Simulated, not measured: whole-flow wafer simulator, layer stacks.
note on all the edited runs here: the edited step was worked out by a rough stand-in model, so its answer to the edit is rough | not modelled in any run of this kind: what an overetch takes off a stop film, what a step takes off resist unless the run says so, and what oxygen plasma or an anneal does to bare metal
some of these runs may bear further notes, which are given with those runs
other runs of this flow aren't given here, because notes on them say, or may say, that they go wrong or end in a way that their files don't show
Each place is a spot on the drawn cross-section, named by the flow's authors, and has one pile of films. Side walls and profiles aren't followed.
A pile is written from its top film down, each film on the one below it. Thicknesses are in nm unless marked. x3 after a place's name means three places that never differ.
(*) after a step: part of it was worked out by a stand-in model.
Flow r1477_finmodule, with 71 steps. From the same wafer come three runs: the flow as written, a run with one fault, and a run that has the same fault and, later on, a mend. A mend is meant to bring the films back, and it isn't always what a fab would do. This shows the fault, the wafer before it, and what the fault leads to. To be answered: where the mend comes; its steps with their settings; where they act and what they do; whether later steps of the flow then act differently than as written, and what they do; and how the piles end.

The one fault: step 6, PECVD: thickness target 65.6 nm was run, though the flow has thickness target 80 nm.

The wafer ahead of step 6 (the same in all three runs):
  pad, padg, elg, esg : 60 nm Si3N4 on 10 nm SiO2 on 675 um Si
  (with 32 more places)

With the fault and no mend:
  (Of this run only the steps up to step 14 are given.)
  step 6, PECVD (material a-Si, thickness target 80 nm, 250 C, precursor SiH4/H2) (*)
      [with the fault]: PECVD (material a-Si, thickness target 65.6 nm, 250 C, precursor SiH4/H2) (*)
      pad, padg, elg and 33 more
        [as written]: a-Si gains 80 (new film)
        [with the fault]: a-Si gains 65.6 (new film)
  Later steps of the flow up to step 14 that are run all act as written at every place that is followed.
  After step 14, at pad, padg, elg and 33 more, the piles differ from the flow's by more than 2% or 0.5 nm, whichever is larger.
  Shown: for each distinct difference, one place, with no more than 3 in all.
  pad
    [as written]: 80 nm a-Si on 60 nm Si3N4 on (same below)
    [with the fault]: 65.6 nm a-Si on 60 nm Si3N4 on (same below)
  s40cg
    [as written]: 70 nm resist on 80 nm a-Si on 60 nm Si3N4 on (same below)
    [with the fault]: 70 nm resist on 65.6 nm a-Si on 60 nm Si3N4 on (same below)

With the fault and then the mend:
  After step 7 comes the mend.
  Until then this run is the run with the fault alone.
  step 7a, ETCH (chemistry tmah, depth target 75.44 nm)
      pad, padg, elg and 33 more
        a-Si loses 65.6 (all of it)
  step 7b, PECVD (material a-Si, thickness target 80 nm, 250 C, precursor SiH4/H2) (*) (the flow's step 6, run once more)
      pad, padg, elg and 33 more
        a-Si gains 80 (new film)
  Later steps of the flow that are run all act as written at every place that is followed.
  At every place that both follow, the piles at the end match the flow's.
